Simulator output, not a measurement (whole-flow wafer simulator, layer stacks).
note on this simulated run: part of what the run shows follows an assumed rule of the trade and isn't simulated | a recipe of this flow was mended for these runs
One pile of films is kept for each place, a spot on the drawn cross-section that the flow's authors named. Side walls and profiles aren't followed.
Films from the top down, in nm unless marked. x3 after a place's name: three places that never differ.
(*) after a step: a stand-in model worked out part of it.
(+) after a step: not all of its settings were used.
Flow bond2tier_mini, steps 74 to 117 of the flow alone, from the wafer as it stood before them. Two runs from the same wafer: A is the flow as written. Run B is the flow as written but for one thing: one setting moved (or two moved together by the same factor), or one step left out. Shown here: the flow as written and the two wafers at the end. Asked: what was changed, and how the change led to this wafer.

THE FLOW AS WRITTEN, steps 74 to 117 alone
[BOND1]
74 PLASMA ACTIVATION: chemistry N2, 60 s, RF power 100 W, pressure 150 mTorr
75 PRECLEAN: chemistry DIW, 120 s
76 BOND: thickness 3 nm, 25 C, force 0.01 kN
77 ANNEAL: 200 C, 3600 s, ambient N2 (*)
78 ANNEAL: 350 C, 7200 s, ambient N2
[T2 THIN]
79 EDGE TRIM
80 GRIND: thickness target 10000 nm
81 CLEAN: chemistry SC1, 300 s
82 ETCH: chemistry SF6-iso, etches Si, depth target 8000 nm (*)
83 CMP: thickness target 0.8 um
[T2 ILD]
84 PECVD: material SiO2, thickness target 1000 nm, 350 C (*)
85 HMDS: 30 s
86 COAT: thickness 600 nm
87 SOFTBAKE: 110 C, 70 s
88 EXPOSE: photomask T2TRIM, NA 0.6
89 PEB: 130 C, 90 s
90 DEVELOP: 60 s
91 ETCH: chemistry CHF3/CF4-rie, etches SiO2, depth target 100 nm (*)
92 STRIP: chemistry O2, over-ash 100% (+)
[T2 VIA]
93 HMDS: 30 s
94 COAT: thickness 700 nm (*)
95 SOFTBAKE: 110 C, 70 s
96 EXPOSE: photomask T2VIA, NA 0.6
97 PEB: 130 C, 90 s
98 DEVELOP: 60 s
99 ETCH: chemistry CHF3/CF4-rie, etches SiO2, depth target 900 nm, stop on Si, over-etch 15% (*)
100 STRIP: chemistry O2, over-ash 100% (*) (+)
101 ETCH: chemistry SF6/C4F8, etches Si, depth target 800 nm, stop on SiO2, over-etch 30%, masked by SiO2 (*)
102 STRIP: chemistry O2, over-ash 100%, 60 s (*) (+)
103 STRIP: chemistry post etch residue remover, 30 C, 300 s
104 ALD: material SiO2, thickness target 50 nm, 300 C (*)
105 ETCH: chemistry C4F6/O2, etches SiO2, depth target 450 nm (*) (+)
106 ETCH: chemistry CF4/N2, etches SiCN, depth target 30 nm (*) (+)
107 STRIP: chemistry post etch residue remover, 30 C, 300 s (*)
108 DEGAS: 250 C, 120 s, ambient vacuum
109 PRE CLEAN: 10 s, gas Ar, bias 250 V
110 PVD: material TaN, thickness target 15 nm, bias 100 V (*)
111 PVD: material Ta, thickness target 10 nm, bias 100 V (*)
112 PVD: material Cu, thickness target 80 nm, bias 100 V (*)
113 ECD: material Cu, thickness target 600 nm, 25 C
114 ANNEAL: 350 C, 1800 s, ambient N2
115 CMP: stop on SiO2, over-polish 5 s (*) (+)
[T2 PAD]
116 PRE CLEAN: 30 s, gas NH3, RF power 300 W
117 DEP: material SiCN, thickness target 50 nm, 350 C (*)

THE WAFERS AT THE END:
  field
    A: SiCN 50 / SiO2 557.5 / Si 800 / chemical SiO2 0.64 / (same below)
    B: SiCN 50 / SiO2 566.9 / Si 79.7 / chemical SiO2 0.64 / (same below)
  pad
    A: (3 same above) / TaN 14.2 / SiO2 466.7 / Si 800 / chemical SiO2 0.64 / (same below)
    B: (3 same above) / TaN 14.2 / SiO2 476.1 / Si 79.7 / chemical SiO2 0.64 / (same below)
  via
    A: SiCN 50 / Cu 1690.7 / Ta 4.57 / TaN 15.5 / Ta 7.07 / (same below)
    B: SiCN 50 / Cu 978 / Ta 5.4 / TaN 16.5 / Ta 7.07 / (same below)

The cause: step 82, ETCH: depth target 9920 nm was run, where the flow has depth target 8000 nm.

How the change led to this, step by step:
  82 ETCH: chemistry SF6-iso, etches Si, depth target 8000 nm (*)
      field, pad, via: A chemical SiO2 -0.6 (all of it), Si -8000 | B chemical SiO2 -0.6 (all of it), Si -9920
  83 CMP: thickness target 0.8 um
      field, pad, via: A Si -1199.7 | B nothing
  101 ETCH: chemistry SF6/C4F8, etches Si, depth target 800 nm, stop on SiO2, over-etch 30%, masked by SiO2 (*)
      field, pad: A SiO2 -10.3 | B SiO2 -0.89
      via: A Si -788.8 (all of it), chemical SiO2 -0.64 (all of it), SiO2 -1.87 | B Si -68.5 (all of it), chemical SiO2 -0.64 (all of it), SiO2 -9.07
  105 ETCH: chemistry C4F6/O2, etches SiO2, depth target 450 nm (*) (+)
      via: A SiO2 -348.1 (all of it), SiCN -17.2 | B SiO2 -340.9 (all of it), SiCN -18.4
  106 ETCH: chemistry CF4/N2, etches SiCN, depth target 30 nm (*) (+)
      via: A SiCN -17.6 (all of it), TaN -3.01 | B SiCN -16.4 (all of it), TaN -3.31
  110 PVD: material TaN, thickness target 15 nm, bias 100 V (*)
      via: A TaN +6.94 | B TaN +8.18
  111 PVD: material Ta, thickness target 10 nm, bias 100 V (*)
      via: A Ta +4.57 (new film) | B Ta +5.4 (new film)
  112 PVD: material Cu, thickness target 80 nm, bias 100 V (*)
      via: A Cu +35 (new film) | B Cu +41.9 (new film)
  113 ECD: material Cu, thickness target 600 nm, 25 C
      via: A Cu +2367 | B Cu +1647.4
